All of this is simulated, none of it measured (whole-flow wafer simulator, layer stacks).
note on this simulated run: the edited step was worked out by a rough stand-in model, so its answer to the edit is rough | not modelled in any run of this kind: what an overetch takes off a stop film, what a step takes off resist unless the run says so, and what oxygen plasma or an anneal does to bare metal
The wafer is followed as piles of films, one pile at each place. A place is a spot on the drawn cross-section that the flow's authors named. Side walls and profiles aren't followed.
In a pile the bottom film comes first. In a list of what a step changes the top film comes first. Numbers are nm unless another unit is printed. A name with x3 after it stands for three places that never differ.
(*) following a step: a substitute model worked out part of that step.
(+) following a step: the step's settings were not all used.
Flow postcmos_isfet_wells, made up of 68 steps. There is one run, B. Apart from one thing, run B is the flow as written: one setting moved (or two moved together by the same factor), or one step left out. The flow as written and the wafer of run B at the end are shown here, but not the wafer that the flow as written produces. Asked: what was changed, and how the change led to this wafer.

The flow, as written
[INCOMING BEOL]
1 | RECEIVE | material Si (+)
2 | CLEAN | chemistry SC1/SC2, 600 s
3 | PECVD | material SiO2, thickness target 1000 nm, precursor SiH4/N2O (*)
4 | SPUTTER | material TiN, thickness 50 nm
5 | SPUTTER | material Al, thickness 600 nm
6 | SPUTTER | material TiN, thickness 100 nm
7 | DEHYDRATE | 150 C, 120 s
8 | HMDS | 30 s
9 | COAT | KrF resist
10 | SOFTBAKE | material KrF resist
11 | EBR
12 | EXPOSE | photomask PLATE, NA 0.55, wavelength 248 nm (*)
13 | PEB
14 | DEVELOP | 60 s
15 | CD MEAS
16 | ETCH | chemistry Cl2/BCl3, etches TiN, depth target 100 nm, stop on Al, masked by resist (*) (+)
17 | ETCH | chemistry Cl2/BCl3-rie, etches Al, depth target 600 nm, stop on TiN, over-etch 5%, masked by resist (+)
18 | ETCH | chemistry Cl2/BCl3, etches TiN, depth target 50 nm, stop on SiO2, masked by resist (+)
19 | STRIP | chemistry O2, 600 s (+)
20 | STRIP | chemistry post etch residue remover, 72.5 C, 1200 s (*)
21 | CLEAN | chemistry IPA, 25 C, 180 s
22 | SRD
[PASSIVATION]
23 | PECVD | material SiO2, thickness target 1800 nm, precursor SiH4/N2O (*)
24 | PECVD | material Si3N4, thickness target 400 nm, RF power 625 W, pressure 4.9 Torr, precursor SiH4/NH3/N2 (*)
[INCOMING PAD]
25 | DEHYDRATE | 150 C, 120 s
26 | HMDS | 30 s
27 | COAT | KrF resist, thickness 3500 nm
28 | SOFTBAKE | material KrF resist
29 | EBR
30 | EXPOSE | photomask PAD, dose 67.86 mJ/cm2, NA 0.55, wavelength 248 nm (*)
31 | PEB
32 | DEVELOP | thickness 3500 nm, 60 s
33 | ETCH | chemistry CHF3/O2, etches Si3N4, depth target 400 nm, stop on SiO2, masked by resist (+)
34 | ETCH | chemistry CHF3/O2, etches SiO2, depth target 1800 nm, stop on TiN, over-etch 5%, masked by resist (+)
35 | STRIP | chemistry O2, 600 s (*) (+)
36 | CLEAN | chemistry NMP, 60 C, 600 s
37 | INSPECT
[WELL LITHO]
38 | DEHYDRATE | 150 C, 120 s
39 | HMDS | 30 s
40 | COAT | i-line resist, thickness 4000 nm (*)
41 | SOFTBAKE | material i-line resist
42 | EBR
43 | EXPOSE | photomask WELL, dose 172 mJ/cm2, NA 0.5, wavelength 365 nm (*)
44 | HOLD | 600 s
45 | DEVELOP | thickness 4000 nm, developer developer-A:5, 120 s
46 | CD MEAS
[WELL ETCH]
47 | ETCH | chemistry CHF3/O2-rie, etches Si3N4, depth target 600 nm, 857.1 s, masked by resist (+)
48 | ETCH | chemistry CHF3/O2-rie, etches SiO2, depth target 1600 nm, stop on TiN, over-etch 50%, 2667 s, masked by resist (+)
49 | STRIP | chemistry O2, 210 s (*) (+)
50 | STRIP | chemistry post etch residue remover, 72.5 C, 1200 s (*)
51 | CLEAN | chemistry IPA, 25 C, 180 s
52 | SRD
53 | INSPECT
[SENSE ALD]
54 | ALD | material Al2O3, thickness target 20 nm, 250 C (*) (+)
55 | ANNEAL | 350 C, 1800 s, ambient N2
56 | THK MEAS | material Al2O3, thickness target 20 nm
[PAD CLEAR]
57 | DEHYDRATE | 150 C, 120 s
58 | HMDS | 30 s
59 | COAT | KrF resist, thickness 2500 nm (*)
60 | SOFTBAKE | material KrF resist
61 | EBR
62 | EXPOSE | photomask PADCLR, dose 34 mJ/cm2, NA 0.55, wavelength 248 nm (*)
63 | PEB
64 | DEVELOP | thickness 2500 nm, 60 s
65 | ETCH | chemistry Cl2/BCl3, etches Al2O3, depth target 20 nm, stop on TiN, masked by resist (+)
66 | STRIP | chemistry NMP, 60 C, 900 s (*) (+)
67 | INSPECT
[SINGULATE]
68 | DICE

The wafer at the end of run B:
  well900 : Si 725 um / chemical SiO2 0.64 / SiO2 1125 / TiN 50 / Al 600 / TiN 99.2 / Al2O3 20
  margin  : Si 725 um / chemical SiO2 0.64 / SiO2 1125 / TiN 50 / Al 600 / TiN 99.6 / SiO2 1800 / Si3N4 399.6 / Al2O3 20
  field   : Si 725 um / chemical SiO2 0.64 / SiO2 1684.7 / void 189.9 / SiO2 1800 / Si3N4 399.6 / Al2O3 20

The reason: step 3, PECVD: thickness target 1125 nm was run, while the flow as written has thickness target 1000 nm.
The wafer lets one read it off: well900 has SiO2 1125, and step 3 as written asks for 1000 nm.

How this came from the change, step by step:
  3 | PECVD | material SiO2, thickness target 1000 nm, precursor SiH4/N2O (*)
      field, margin, well900, well1300 x3, pad_rim, pad_clr, pad_open: +1125 SiO2 (new film) (it would be, as written: +1000 SiO2 (new film))
